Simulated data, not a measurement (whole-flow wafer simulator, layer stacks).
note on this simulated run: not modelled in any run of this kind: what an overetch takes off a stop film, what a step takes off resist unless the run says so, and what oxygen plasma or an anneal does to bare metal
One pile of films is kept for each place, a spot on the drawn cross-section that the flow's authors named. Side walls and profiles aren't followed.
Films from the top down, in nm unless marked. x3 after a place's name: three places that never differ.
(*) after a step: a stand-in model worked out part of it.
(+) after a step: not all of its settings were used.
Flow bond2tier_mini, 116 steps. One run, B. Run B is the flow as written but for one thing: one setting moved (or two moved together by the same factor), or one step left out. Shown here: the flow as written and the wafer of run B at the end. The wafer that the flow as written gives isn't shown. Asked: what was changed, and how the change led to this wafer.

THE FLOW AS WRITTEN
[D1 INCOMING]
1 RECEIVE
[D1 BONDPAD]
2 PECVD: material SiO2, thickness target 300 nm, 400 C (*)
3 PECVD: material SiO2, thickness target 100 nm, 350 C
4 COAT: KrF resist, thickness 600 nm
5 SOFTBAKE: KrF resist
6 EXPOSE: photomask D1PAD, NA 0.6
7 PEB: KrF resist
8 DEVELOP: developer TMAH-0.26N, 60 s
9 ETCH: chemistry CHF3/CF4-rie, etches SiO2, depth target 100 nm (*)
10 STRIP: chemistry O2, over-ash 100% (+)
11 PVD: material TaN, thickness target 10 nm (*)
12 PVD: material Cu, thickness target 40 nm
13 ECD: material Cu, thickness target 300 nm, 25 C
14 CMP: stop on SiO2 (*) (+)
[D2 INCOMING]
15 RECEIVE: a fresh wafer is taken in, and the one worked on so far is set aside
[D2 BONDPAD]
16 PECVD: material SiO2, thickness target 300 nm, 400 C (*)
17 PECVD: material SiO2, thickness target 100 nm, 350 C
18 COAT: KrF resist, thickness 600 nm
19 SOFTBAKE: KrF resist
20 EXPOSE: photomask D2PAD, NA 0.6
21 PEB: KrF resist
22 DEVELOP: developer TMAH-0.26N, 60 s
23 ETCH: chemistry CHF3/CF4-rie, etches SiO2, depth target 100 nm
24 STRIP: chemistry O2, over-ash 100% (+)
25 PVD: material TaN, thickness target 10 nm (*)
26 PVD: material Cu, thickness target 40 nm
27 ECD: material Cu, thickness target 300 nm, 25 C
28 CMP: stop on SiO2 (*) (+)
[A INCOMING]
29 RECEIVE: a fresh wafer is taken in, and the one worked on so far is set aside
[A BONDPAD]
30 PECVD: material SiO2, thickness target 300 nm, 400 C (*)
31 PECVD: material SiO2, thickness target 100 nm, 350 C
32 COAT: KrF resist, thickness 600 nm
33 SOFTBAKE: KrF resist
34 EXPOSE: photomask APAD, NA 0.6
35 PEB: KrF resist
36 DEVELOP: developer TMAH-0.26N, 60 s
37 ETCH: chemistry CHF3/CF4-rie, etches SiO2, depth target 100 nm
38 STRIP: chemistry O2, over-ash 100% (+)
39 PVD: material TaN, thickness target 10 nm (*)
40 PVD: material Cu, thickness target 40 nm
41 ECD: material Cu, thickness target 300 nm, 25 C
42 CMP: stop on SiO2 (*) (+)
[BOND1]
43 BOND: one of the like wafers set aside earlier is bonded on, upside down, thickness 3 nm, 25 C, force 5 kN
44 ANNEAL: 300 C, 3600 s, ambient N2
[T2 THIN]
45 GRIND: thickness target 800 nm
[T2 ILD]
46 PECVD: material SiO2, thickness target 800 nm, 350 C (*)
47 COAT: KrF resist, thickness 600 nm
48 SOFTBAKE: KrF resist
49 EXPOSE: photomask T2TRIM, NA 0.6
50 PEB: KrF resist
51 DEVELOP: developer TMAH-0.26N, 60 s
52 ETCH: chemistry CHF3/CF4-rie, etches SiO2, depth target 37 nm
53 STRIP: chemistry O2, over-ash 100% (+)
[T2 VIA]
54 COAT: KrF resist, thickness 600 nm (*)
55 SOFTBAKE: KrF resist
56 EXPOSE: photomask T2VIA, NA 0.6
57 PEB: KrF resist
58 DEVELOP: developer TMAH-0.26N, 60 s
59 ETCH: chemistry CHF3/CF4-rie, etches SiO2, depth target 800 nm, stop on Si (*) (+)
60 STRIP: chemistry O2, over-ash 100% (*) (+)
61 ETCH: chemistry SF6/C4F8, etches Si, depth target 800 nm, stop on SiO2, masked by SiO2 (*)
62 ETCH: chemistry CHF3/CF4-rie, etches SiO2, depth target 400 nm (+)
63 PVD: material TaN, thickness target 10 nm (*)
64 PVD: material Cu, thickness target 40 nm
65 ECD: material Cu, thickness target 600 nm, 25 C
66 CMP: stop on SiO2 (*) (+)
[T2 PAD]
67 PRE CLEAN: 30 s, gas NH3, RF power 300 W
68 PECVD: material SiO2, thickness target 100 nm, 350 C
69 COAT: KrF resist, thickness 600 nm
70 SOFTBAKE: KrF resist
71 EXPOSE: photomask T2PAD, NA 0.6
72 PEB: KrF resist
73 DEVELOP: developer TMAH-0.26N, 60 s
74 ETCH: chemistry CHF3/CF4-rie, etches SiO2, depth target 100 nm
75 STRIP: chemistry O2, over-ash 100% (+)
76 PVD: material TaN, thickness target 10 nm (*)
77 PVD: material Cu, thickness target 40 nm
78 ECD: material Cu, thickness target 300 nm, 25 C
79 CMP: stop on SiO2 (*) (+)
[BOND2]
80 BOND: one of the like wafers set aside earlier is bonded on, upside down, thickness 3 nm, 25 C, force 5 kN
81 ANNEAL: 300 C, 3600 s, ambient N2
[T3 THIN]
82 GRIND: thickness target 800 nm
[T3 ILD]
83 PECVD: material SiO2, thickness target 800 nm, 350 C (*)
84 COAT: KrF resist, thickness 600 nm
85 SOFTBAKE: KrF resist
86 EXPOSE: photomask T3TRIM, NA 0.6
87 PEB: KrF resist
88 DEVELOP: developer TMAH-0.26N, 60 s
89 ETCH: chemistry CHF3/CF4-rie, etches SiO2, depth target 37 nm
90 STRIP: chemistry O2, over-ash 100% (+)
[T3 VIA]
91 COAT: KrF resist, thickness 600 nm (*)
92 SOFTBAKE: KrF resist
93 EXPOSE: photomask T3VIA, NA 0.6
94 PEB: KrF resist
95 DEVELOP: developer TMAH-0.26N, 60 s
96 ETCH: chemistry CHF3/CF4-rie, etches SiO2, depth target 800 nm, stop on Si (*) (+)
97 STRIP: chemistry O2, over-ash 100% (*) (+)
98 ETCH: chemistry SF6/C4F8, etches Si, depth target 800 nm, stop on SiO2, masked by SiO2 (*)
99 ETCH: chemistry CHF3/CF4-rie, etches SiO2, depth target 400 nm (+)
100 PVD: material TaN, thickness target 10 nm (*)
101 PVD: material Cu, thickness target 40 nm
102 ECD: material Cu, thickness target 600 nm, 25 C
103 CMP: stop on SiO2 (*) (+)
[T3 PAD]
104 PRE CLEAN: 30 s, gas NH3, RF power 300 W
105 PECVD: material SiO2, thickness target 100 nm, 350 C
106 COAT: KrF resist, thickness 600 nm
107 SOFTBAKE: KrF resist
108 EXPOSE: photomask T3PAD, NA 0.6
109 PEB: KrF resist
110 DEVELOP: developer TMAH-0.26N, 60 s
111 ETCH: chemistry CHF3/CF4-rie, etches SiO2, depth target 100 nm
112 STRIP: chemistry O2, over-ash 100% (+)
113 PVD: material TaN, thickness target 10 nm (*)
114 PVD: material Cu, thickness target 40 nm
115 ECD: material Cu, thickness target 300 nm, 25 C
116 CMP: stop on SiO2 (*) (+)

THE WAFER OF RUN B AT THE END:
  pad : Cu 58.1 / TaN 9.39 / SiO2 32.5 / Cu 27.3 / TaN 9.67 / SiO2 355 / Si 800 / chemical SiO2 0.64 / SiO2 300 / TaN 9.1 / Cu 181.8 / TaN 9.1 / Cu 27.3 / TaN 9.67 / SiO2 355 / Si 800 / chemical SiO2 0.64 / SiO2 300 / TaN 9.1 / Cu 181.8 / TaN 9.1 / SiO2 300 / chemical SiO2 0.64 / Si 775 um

The cause: step 111, ETCH: depth target 67.5 nm was run, where the flow has depth target 100 nm.

How the change led to this, step by step:
  111 ETCH: chemistry CHF3/CF4-rie, etches SiO2, depth target 100 nm
      pad: SiO2 -67.5 (as written it would be: SiO2 -100 (all of it))
      field: KrF resist -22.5 (as written it would be: KrF resist -33.3)
  114 PVD: material Cu, thickness target 40 nm
      pad: Cu +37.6 (new film) (as written it would be: Cu +36.4 (new film))
  115 ECD: material Cu, thickness target 300 nm, 25 C
      pad: Cu +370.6 (as written it would be: Cu +404.5)
Counting metal films that touch as one body, pad has 4 bodies (between them, from the top down: SiO2 32.5; SiO2 355 / Si 800 / chemical SiO2 0.64 / SiO2 300; SiO2 355 / Si 800 / chemical SiO2 0.64 / SiO2 300); the flow as written gives 3 bodies (between them, from the top down: SiO2 355 / Si 800 / chemical SiO2 0.64 / SiO2 300; SiO2 355 / Si 800 / chemical SiO2 0.64 / SiO2 300).
